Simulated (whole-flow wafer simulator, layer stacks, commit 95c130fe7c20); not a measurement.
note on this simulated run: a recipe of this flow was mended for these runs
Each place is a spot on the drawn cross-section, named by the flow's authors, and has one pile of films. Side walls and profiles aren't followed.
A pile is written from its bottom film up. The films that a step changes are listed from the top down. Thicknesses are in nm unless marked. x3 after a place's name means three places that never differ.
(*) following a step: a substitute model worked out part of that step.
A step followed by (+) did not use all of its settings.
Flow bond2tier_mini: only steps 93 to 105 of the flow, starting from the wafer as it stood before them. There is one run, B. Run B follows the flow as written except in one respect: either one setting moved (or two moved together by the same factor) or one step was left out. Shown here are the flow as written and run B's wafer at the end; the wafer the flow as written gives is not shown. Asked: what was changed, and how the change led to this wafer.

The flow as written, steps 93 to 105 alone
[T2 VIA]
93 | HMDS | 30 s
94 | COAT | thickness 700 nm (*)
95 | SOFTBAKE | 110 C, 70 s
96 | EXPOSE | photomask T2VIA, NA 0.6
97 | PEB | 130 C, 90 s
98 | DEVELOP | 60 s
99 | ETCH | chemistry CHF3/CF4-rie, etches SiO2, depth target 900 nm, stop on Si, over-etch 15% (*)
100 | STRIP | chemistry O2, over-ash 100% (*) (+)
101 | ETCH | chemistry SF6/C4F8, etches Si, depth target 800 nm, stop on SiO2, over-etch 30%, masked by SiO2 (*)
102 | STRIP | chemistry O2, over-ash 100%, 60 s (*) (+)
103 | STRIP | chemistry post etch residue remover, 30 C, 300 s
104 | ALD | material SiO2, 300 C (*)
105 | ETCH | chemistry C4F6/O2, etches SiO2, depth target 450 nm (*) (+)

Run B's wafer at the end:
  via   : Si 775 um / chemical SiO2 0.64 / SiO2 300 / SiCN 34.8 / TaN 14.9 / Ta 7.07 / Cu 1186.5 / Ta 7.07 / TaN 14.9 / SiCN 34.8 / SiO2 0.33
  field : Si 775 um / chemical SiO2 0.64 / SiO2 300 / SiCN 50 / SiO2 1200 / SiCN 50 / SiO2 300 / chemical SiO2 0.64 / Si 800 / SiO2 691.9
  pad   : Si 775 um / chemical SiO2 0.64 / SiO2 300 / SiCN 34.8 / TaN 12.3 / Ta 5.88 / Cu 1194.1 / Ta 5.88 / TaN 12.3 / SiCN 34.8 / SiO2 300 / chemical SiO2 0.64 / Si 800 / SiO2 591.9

The reason: step 105, ETCH: depth target 347.8 nm was run, whereas the flow has depth target 450 nm.

How this came from the change, step by step:
  105 | ETCH | chemistry C4F6/O2, etches SiO2, depth target 450 nm (*) (+)
      via: -347.8 SiO2 (as written it would have been: -348.1 SiO2 (all of it), -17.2 SiCN)
      field, pad: -347.8 SiO2 (as written it would have been: -450 SiO2)
